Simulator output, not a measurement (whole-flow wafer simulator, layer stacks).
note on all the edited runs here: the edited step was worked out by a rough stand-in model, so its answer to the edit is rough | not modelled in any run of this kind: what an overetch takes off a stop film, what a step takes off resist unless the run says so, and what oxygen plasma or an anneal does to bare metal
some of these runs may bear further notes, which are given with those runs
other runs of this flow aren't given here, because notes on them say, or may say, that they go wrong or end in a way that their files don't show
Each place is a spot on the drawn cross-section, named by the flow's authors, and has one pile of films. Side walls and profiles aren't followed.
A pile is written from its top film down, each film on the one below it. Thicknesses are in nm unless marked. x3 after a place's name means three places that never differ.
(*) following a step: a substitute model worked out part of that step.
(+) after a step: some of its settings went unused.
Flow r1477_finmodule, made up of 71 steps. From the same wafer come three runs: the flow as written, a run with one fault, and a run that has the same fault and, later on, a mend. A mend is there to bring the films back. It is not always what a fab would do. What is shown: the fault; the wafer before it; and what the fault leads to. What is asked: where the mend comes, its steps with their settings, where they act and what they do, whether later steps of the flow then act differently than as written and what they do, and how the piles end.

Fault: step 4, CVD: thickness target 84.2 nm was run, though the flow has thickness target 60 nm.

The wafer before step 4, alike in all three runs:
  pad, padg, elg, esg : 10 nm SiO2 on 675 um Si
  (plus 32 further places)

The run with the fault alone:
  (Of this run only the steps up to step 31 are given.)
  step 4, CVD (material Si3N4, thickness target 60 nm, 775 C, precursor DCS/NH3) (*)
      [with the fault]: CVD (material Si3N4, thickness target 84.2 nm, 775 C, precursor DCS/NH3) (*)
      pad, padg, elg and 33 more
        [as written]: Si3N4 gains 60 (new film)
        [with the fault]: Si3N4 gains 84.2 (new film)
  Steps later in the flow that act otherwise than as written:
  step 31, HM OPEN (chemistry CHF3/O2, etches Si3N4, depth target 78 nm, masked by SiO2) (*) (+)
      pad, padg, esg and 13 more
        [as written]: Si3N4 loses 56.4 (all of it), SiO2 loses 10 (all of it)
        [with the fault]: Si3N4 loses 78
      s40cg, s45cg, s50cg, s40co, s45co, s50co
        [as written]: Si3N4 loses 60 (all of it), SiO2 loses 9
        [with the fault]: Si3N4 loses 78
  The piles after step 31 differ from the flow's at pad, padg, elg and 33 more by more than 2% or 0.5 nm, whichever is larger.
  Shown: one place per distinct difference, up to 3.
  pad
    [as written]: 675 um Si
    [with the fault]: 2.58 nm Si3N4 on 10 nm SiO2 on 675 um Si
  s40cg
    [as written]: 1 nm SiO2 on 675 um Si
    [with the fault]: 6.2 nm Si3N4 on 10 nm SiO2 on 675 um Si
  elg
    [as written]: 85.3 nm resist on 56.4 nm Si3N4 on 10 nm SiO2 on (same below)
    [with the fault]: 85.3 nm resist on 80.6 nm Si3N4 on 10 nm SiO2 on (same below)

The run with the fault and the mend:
  The mend follows step 5.
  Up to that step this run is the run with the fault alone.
  step 5a, ETCH (chemistry h3po4, depth target 96.83 nm)
      pad, padg, elg and 33 more
        Si3N4 loses 84.2 (all of it)
  step 5b, CLEAN (chemistry SC1/SC2) (the flow's step 2, run once more)
      alters no film at any place that is followed
  step 5c, CVD (material Si3N4, thickness target 60 nm, 775 C, precursor DCS/NH3) (*) (the flow's step 4, run once more)
      pad, padg, elg and 33 more
        Si3N4 gains 60 (new film)
  None of the later steps of the flow acts differently than as written at any place that is followed.
  The piles end the same as the flow's at every place that both follow.
